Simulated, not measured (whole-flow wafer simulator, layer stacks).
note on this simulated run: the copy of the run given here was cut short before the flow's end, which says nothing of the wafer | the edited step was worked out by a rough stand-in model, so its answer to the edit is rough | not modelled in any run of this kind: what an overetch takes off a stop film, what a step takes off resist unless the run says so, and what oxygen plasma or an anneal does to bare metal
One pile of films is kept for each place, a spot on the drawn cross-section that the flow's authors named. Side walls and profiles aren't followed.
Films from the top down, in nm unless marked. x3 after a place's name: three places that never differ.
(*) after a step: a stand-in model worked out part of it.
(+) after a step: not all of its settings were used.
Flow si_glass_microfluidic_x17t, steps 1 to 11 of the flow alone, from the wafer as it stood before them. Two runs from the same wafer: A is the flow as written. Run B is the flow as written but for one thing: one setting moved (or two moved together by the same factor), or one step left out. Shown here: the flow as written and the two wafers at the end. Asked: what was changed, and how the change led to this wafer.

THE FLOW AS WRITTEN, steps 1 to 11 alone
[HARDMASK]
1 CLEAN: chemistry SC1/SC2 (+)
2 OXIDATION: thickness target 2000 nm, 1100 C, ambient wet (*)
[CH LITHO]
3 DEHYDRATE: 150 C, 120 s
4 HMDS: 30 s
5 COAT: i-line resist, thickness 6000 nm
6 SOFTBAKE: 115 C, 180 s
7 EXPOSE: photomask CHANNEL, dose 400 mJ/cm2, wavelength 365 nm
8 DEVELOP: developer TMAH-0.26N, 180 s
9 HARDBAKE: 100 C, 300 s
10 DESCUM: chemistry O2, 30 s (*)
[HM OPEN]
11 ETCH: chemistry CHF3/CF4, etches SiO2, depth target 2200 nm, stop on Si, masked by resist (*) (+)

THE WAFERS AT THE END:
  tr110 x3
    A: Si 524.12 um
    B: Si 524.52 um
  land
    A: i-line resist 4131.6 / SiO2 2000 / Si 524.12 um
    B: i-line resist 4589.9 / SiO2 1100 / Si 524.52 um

The cause: step 2, OXIDATION: thickness target 1100 nm was run, where the flow has thickness target 2000 nm.
It can be read off the wafer: land has SiO2 1100, and step 2 as written asks for 2000 nm.

How the change led to this, step by step:
  2 OXIDATION: thickness target 2000 nm, 1100 C, ambient wet (*)
      land, tr110 x3: A SiO2 +2000 (new film), chemical SiO2 -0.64 (all of it), Si -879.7 | B SiO2 +1100 (new film), chemical SiO2 -0.64 (all of it), Si -483.7
  11 ETCH: chemistry CHF3/CF4, etches SiO2, depth target 2200 nm, stop on Si, masked by resist (*) (+)
      tr110 x3: A SiO2 -2000 (all of it) | B SiO2 -1100 (all of it)
      land: A i-line resist -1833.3 | B i-line resist -1375
